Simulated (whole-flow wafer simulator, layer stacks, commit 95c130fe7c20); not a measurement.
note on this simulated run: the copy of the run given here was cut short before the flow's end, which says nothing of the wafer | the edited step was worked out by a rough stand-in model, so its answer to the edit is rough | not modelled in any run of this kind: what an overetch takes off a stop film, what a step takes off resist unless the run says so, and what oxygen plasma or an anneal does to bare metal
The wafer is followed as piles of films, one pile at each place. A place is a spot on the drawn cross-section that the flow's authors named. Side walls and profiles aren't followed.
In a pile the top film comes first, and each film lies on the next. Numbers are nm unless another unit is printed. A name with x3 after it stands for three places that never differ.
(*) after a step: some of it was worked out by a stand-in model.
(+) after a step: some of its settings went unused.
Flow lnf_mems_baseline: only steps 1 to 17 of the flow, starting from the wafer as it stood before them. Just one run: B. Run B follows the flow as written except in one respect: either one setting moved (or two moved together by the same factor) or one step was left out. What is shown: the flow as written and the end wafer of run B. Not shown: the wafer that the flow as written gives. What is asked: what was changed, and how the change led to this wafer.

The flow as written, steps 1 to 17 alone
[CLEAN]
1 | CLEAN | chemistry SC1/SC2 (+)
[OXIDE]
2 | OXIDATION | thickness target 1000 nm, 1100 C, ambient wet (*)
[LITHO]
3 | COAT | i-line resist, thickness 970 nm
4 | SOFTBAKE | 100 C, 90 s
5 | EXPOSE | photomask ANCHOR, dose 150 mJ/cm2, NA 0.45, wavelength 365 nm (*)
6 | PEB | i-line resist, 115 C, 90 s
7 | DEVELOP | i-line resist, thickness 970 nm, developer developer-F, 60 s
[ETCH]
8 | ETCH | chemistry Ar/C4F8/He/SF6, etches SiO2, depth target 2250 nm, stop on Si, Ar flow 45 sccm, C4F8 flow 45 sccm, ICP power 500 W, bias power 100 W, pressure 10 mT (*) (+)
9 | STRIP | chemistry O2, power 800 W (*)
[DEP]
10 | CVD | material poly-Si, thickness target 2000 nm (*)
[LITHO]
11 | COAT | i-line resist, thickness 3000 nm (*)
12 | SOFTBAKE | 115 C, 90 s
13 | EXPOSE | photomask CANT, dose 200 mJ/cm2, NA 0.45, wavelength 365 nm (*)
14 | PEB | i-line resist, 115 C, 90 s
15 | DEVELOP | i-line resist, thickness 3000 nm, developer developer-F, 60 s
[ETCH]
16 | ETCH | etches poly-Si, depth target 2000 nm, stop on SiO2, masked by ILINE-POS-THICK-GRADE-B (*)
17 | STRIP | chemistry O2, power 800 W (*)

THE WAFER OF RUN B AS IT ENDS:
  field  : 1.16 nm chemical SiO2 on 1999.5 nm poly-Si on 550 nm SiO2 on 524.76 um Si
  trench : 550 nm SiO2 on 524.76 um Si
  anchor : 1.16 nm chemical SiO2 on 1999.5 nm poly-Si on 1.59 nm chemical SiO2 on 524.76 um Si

What caused this: step 2, OXIDATION: thickness target 550 nm was run, while the flow as written has thickness target 1000 nm.
The wafer lets one read it off: field has SiO2 550, and step 2 as written asks for 1000 nm.

Step by step, how the change led to this:
  2 | OXIDATION | thickness target 1000 nm, 1100 C, ambient wet (*)
      field, anchor, beam, trench, char_slit: SiO2 gains 550 (new film), chemical SiO2 loses 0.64 (all of it), Si loses 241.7 (it would be, as written: SiO2 gains 1000 (new film), chemical SiO2 loses 0.64 (all of it), Si loses 439.7)
  8 | ETCH | chemistry Ar/C4F8/He/SF6, etches SiO2, depth target 2250 nm, stop on Si, Ar flow 45 sccm, C4F8 flow 45 sccm, ICP power 500 W, bias power 100 W, pressure 10 mT (*) (+)
      field, beam, trench, char_slit: i-line resist loses 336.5 (it would be, as written: i-line resist loses 561.5)
      anchor: SiO2 loses 550 (all of it) (it would be, as written: SiO2 loses 1000 (all of it))
  9 | STRIP | chemistry O2, power 800 W (*)
      field, beam, trench, char_slit: i-line resist loses 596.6 (all of it) (it would be, as written: i-line resist loses 371.6 (all of it))
  10 | CVD | material poly-Si, thickness target 2000 nm (*)
      anchor: poly-Si gains 2000 (new film) (it would be, as written: poly-Si gains 2322 (new film))
  11 | COAT | i-line resist, thickness 3000 nm (*)
      anchor: i-line resist gains 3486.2 (new film) (it would be, as written: i-line resist gains 3611.6 (new film))
  12 | SOFTBAKE | 115 C, 90 s
      anchor: i-line resist gains 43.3 (it would be, as written: i-line resist gains 45.4)
  14 | PEB | i-line resist, 115 C, 90 s
      anchor: i-line resist loses 43.8 (it would be, as written: i-line resist loses 46.1)
  17 | STRIP | chemistry O2, power 800 W (*)
      anchor: chemical SiO2 gains 1.16 (new film), i-line resist loses 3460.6 (all of it), poly-Si loses 0.51 (it would be, as written: chemical SiO2 gains 1.17 (new film), i-line resist loses 3585.8 (all of it), poly-Si loses 0.52)
